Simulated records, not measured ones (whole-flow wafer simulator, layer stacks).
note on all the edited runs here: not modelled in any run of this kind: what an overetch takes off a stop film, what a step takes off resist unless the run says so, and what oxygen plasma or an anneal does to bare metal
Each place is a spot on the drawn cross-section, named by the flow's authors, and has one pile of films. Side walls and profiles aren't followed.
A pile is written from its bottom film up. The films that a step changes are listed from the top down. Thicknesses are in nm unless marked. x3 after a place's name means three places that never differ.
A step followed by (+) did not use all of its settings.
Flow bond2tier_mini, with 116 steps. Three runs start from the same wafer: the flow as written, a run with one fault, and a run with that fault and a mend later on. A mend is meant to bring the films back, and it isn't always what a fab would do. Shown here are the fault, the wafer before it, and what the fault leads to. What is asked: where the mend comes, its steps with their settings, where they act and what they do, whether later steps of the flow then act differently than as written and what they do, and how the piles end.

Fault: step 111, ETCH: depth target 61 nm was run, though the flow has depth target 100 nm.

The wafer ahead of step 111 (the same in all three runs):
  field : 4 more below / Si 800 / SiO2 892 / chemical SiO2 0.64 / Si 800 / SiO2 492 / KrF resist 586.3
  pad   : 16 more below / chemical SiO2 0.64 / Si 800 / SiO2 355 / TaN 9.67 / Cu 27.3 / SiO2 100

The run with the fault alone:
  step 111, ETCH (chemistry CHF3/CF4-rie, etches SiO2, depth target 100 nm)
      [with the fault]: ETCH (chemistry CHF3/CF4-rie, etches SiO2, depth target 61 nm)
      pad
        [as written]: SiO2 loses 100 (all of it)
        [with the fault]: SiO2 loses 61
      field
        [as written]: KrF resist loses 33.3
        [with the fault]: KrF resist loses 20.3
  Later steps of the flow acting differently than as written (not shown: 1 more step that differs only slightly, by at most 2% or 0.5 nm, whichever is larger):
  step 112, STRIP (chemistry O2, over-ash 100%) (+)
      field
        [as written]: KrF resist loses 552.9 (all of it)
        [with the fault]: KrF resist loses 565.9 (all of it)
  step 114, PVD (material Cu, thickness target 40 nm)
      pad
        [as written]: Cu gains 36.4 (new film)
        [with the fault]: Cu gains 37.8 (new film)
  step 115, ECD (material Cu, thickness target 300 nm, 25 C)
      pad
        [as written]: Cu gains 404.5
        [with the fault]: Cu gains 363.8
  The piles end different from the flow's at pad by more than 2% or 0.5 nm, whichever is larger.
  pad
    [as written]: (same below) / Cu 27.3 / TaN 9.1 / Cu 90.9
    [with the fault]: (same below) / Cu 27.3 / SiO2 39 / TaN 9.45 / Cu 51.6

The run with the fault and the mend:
  After step 111 comes the mend.
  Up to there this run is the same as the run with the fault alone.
  step 111a, ETCH (chemistry CHF3/CF4-rie, etches SiO2, depth target 39 nm) (a further turn of the flow's step 111, with different settings)
      field
        KrF resist loses 13
      pad
        SiO2 loses 39 (all of it)
  None of the later steps of the flow acts differently than as written at any place that is followed.
  The piles end the same as the flow's at every place that both follow.
